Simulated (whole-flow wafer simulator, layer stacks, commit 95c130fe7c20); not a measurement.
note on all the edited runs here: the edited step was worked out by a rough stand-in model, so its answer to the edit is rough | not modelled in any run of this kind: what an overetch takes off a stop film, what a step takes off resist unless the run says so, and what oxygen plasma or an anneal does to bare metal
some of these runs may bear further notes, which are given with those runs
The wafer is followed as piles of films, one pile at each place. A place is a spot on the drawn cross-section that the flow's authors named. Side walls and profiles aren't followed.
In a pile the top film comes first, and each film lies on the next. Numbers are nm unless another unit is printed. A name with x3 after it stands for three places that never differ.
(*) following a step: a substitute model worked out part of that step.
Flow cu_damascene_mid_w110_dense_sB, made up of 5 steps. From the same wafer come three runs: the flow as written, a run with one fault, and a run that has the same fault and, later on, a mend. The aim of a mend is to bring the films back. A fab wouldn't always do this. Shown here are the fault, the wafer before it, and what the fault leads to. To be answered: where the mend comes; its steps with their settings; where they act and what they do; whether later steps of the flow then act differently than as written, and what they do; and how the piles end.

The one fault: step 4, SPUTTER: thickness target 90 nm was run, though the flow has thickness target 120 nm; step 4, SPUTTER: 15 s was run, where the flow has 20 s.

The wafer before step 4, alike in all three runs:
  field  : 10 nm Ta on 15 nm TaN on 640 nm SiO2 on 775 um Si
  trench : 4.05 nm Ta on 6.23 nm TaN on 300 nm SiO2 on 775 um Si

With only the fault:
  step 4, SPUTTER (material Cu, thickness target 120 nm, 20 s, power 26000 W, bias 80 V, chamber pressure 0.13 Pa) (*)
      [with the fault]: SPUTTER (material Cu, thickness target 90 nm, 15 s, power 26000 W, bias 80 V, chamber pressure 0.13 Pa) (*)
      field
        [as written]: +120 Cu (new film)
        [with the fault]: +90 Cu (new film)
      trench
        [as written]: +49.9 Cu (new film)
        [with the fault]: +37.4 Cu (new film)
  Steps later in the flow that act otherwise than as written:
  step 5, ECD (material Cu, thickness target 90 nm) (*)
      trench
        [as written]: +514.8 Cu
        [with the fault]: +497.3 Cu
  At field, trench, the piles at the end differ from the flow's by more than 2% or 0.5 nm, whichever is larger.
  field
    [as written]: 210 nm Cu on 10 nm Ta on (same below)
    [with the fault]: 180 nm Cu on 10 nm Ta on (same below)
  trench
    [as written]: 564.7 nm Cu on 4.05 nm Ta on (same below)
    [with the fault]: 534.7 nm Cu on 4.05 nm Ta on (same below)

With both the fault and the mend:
  After step 4 comes the mend.
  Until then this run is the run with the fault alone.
  step 4a, SPUTTER (material Cu, thickness target 30 nm, 5 s, power 26000 W, bias 80 V, chamber pressure 0.13 Pa) (*) (a further turn of the flow's step 4, with different settings)
      field
        +30 Cu
      trench
        +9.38 Cu
  Every later step of the flow that is run acts as written, at every place that is followed, to within 2% or 0.5 nm, whichever is larger.
  By the end, the piles equal the flow's at every place that both follow.
